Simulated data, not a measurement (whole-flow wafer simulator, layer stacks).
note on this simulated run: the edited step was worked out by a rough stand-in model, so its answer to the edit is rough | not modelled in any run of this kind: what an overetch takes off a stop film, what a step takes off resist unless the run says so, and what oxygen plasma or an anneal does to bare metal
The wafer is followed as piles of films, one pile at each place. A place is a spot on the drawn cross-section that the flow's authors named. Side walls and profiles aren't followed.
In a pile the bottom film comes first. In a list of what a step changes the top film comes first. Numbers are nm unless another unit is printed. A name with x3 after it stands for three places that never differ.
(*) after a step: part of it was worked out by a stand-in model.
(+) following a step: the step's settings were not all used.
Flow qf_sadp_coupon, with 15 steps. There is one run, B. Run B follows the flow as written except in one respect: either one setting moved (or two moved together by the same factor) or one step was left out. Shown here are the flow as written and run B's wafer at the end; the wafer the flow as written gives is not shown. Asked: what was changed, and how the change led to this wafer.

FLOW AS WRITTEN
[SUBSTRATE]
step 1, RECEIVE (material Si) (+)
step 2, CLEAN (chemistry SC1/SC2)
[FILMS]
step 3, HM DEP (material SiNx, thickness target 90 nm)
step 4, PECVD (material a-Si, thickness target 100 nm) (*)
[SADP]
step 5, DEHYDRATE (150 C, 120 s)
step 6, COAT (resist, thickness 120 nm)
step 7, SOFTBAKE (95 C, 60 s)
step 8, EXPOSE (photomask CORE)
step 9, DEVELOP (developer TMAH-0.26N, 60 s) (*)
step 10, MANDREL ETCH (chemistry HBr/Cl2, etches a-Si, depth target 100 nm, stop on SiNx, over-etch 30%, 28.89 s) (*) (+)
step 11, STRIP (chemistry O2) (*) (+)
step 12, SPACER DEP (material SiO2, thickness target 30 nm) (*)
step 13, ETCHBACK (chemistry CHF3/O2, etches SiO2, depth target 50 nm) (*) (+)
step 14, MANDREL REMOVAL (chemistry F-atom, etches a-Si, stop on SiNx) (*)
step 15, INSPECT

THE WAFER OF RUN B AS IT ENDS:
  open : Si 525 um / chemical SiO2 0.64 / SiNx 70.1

The reason: step 4, PECVD: thickness target 123.9 nm was run, while the flow as written has thickness target 100 nm.

The path from the change to this, step by step:
  step 4, PECVD (material a-Si, thickness target 100 nm) (*)
      m, open: +123.9 a-Si (new film) (in the flow as written it would be: +100 a-Si (new film))
  step 10, MANDREL ETCH (chemistry HBr/Cl2, etches a-Si, depth target 100 nm, stop on SiNx, over-etch 30%, 28.89 s) (*) (+)
      open: -123.9 a-Si (all of it), -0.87 SiNx (in the flow as written it would be: -100 a-Si (all of it), -4.29 SiNx)
  step 14, MANDREL REMOVAL (chemistry F-atom, etches a-Si, stop on SiNx) (*)
      m: -119.7 a-Si (all of it) (in the flow as written it would be: -95.8 a-Si (all of it))
